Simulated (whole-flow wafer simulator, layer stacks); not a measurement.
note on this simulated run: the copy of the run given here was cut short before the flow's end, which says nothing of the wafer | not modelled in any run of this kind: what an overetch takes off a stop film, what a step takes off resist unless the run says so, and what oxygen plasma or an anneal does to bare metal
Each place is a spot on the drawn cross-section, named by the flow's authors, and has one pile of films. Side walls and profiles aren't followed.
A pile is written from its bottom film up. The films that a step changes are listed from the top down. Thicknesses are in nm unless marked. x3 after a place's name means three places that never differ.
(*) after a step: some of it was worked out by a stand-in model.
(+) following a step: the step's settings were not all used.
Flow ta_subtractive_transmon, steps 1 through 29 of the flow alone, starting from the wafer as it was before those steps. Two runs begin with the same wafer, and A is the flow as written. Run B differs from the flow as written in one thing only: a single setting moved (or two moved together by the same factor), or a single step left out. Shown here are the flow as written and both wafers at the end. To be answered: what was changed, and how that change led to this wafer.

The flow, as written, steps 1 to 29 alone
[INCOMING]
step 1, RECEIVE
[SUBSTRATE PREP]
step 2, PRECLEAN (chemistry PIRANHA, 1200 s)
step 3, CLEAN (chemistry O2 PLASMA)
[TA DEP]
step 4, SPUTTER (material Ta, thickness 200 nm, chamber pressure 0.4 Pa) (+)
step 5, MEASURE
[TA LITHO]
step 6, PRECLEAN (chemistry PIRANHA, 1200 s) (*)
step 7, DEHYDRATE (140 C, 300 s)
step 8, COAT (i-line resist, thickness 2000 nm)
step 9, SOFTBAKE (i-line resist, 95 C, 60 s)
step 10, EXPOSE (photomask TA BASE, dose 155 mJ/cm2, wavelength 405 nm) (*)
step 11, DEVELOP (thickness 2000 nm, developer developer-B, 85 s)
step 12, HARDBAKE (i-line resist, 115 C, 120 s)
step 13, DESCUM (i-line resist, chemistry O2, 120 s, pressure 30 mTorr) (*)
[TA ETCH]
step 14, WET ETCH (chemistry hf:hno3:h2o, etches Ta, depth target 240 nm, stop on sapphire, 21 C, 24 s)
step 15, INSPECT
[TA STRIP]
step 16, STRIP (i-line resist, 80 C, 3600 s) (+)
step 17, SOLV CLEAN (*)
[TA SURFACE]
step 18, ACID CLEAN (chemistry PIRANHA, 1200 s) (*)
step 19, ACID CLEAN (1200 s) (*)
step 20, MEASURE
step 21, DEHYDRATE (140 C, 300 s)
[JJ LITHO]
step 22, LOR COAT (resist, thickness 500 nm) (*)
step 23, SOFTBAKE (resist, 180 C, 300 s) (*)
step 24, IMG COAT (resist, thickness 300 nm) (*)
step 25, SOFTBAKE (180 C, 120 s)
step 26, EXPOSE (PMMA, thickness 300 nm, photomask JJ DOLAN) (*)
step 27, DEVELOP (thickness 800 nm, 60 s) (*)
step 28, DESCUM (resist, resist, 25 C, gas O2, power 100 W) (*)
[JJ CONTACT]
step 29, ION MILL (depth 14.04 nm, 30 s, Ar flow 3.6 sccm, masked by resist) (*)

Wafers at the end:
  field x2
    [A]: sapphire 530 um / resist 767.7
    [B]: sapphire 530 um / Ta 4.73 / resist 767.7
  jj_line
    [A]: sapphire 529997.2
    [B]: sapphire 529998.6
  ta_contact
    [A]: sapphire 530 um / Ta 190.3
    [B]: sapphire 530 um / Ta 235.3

Cause: step 4, SPUTTER: thickness 245 nm was run, whereas the flow has thickness 200 nm.

Step by step, how the change led to this:
  step 4, SPUTTER (material Ta, thickness 200 nm, chamber pressure 0.4 Pa) (+)
      field x2, jj_line, lead, ta_contact, ta_pad: A Ta gains 200 (new film) | B Ta gains 245 (new film)
  step 14, WET ETCH (chemistry hf:hno3:h2o, etches Ta, depth target 240 nm, stop on sapphire, 21 C, 24 s)
      field x2, jj_line, lead: A Ta loses 200 (all of it) | B Ta loses 240
  step 22, LOR COAT (resist, thickness 500 nm) (*)
      ta_contact: A resist gains 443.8 (new film) | B resist gains 433.7 (new film)
  step 29, ION MILL (depth 14.04 nm, 30 s, Ar flow 3.6 sccm, masked by resist) (*)
      jj_line, lead: A sapphire loses 2.8 | B Ta loses 4.73 (all of it), sapphire loses 1.4
With metal films that touch counted as one body, field x2 has 1 body; the flow as written gives 0 bodies.
